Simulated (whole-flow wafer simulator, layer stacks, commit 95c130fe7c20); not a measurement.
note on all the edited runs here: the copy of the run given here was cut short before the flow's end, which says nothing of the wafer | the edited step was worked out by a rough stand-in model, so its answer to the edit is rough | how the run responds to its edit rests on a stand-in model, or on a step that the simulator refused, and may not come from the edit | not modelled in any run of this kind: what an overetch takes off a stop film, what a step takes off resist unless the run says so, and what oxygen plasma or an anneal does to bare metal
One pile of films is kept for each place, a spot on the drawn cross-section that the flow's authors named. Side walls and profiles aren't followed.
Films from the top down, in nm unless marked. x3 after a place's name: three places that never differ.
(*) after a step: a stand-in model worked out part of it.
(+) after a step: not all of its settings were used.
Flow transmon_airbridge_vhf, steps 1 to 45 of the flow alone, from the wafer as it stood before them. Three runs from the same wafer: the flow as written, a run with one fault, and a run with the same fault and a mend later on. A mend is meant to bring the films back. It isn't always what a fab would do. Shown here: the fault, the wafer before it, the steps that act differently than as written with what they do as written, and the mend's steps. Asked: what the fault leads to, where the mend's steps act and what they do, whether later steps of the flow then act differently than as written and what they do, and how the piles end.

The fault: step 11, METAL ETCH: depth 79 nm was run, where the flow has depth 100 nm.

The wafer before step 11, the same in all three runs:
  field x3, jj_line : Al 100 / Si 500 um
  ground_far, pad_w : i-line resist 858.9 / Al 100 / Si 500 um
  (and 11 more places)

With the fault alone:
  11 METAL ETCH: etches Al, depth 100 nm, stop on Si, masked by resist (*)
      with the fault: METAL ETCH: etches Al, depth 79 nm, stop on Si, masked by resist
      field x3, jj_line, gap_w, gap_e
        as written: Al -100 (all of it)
        with the fault: Al -79
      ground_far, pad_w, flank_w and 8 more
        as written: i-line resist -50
        with the fault: i-line resist -39.5
  Later steps of the flow that act differently than as written (20 more steps differ only slightly, by at most 2% or 0.5 nm, whichever is larger, and aren't shown):
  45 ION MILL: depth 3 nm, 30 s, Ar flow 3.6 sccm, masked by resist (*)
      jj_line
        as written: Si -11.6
        with the fault: Al -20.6
  At the end the piles differ from the flow's by more than 2% or 0.5 nm, whichever is larger, at field x3, gap_w, gap_e.
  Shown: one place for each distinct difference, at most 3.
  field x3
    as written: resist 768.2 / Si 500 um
    with the fault: resist 768.2 / Al 21 / Si 500 um
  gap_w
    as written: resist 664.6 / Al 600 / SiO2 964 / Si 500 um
    with the fault: resist 658.7 / Al 600 / SiO2 964 / Al 21 / Si 500 um

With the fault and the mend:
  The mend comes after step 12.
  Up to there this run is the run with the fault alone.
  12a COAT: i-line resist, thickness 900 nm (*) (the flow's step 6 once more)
      field x3, jj_line, trace_open_s x2, margin_s, bridge_strip, margin_n
        i-line resist +900 (new film)
      pad_w, pad_e
        i-line resist +890.3 (new film)
      flank_w, flank_e
        i-line resist +881.5 (new film)
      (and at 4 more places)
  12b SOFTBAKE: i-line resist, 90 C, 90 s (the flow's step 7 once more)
      flank_w, flank_e
        i-line resist -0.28
      gap_w, gap_e
        i-line resist +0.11
      cpw_trace
        i-line resist -0.06
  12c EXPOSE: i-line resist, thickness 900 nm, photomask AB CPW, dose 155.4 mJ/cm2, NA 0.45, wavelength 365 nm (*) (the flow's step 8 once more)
      changes no film at any place that is followed
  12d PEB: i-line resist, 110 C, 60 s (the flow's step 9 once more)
      field x3, jj_line, trace_open_s x2, margin_s, bridge_strip, margin_n
        i-line resist -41
      pad_w, pad_e
        i-line resist -40.6
      flank_w, flank_e
        i-line resist -40.2
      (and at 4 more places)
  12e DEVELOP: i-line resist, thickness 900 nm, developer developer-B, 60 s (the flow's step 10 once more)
      cpw_trace, trace_open_s x2, margin_s, bridge_strip, margin_n
        i-line resist -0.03
      field x3, jj_line
        i-line resist -859 (all of it)
      gap_w, gap_e
        i-line resist -900.2 (all of it)
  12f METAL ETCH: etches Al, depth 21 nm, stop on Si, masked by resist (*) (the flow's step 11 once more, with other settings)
      ground_far, pad_w, flank_w and 8 more
        i-line resist -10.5
      field x3, jj_line, gap_w, gap_e
        Al -21 (all of it)
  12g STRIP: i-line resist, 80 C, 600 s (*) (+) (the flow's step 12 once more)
      trace_open_s x2, margin_s, bridge_strip, margin_n
        i-line resist -848.4 (all of it)
      pad_w, pad_e
        i-line resist -839.2 (all of it)
      flank_w, flank_e
        i-line resist -830.5 (all of it)
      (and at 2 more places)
  No later step of the flow acts differently than as written at any place that is followed.
  At the end the piles are the same as the flow's at every place that both follow.
